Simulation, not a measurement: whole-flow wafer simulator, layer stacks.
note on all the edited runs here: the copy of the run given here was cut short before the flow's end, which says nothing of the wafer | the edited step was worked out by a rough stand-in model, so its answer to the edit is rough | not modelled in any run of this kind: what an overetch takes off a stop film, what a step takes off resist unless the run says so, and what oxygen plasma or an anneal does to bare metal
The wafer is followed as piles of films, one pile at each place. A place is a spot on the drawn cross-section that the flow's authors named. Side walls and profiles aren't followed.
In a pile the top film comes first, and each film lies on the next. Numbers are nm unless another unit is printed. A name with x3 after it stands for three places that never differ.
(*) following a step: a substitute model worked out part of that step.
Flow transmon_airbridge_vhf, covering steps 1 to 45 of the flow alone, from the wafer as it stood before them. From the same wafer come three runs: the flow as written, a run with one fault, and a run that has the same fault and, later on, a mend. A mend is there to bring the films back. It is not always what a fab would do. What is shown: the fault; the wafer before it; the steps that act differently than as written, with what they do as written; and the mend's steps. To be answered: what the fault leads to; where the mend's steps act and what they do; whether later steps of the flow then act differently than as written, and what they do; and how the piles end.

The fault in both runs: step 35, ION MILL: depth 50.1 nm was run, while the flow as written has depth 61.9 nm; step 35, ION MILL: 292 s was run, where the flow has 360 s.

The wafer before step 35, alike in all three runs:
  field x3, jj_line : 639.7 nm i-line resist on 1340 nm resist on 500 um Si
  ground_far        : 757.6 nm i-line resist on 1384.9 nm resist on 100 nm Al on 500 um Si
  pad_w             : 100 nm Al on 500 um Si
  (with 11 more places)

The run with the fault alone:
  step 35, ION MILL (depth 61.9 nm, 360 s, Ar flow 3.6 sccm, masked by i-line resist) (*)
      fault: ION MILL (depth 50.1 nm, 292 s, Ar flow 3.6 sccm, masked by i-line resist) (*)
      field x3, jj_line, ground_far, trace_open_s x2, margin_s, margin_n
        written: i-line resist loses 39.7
        fault: i-line resist loses 32.2
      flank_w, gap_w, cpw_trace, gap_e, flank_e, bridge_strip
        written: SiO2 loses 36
        fault: SiO2 loses 29.2
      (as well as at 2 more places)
  Steps later in the flow that act otherwise than as written (3 other steps are not shown; they differ only slightly, by no more than 2% or 0.5 nm, whichever is larger):
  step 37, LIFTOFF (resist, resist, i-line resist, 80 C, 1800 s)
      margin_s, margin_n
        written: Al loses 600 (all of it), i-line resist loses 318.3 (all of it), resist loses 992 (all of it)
        fault: Al loses 600 (all of it), i-line resist loses 325.8 (all of it), resist loses 992 (all of it)
  The piles end only slightly different from the flow's at the places that both follow, by no more than 2% or 0.5 nm, whichever is larger.

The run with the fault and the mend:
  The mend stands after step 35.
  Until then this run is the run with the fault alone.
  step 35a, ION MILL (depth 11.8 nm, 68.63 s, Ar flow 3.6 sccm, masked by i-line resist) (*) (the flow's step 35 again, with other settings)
      field x3, jj_line, ground_far, trace_open_s x2, margin_s, margin_n
        i-line resist loses 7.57
      flank_w, gap_w, cpw_trace, gap_e, flank_e, bridge_strip
        SiO2 loses 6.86
      pad_w, pad_e
        Al loses 11.8
  Every later step of the flow that is run acts as written, at every place that is followed, to within 2% or 0.5 nm, whichever is larger.
  The piles end only slightly different from the flow's at the places that both follow, by no more than 2% or 0.5 nm, whichever is larger.
